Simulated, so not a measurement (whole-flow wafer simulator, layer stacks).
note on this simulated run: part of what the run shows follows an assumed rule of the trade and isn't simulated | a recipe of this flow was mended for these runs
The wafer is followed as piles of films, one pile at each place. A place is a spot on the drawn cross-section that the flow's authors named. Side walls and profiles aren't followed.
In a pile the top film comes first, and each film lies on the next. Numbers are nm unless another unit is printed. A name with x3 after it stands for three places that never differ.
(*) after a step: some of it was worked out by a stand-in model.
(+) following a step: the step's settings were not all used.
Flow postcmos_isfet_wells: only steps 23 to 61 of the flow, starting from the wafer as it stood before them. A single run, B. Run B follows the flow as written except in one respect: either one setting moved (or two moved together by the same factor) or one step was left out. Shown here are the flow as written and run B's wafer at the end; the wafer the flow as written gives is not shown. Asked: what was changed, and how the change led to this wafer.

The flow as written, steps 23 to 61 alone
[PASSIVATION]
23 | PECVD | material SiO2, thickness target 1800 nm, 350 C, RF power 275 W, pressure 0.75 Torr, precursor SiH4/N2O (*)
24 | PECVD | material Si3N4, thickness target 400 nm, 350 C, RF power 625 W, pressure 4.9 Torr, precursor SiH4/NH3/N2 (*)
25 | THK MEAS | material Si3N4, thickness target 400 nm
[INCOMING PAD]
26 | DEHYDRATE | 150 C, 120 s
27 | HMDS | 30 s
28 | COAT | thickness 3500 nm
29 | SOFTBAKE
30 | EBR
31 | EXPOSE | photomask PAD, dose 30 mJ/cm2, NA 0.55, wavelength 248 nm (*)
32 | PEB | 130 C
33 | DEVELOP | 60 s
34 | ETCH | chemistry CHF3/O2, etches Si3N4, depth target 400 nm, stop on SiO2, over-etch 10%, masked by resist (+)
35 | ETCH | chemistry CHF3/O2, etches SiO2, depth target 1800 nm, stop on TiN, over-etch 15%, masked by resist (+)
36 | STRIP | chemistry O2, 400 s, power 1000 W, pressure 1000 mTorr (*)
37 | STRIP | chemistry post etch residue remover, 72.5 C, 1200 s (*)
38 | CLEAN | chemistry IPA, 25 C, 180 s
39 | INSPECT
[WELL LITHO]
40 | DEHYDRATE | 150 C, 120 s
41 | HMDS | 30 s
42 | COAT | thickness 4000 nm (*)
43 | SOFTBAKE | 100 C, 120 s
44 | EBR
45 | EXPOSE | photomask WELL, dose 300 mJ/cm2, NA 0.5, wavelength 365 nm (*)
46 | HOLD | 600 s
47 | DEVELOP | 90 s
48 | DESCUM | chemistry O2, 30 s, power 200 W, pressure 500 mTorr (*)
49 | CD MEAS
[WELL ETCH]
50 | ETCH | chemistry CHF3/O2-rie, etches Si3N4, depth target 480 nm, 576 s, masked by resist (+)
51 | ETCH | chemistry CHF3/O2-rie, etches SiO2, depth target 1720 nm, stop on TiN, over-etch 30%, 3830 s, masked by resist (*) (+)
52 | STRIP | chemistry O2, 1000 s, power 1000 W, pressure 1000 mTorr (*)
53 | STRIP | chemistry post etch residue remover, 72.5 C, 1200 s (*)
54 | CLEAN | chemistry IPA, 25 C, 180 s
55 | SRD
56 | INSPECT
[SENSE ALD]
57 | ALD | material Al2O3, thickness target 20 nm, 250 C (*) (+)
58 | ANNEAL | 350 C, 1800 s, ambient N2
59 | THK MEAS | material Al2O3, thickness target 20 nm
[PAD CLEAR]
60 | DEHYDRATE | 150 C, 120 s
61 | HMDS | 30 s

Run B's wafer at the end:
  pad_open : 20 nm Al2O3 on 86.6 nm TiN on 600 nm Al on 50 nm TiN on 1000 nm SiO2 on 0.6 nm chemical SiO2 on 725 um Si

What caused this: step 34, ETCH: depth target 256 nm was run, though the flow has depth target 400 nm.

Step by step, how the change led to this:
  34 | ETCH | chemistry CHF3/O2, etches Si3N4, depth target 400 nm, stop on SiO2, over-etch 10%, masked by resist (+)
      pad_open: Si3N4 loses 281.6 (as written it would have been: Si3N4 loses 400 (all of it), SiO2 loses 20)
      field, margin x2, well900 x4, pad_clr: thick-KrF-resist loses 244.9 (as written it would have been: thick-KrF-resist loses 382.6)
  35 | ETCH | chemistry CHF3/O2, etches SiO2, depth target 1800 nm, stop on TiN, over-etch 15%, masked by resist (+)
      pad_open: Si3N4 loses 118.4 (all of it), SiO2 loses 1800 (all of it), TiN loses 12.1 (as written it would have been: SiO2 loses 1780 (all of it), TiN loses 24.2)
  36 | STRIP | chemistry O2, 400 s, power 1000 W, pressure 1000 mTorr (*)
      field, margin x2, well900 x4, pad_clr: thick-KrF-resist loses 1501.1 (all of it) (as written it would have been: thick-KrF-resist loses 1382.5 (all of it))
